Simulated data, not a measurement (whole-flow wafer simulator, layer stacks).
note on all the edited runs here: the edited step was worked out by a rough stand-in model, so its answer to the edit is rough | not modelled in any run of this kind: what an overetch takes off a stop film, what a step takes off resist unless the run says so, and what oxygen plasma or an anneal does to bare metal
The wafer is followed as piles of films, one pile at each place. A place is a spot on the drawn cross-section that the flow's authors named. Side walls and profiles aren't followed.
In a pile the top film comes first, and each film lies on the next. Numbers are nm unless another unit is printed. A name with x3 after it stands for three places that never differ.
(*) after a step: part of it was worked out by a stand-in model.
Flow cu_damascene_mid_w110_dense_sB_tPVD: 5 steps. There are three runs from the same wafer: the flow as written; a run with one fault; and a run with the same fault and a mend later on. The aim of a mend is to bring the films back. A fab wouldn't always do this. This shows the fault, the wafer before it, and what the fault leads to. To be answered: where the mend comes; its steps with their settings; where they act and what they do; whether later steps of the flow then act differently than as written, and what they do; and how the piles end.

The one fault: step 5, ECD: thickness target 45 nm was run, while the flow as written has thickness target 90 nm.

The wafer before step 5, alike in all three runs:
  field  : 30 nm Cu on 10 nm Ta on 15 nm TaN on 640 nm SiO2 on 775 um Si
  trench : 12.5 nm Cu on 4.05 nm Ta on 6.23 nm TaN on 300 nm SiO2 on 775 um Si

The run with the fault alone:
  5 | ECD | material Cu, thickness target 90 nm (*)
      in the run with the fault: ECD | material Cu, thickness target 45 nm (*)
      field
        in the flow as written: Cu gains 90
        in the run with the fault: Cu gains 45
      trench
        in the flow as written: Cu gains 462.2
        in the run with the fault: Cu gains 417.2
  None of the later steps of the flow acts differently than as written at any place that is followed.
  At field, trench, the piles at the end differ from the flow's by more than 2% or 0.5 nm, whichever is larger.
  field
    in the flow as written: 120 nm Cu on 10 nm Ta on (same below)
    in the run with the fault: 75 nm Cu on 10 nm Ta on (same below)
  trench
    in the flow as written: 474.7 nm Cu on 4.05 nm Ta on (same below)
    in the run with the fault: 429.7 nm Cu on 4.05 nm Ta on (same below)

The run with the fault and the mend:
  The mend follows step 5.
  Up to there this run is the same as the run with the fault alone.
  5a | ECD | material Cu, thickness target 45 nm (a further turn of the flow's step 5, with different settings)
      field, trench
        Cu gains 45
  None of the later steps of the flow acts differently than as written at any place that is followed.
  The piles end the same as the flow's at every place that both follow.
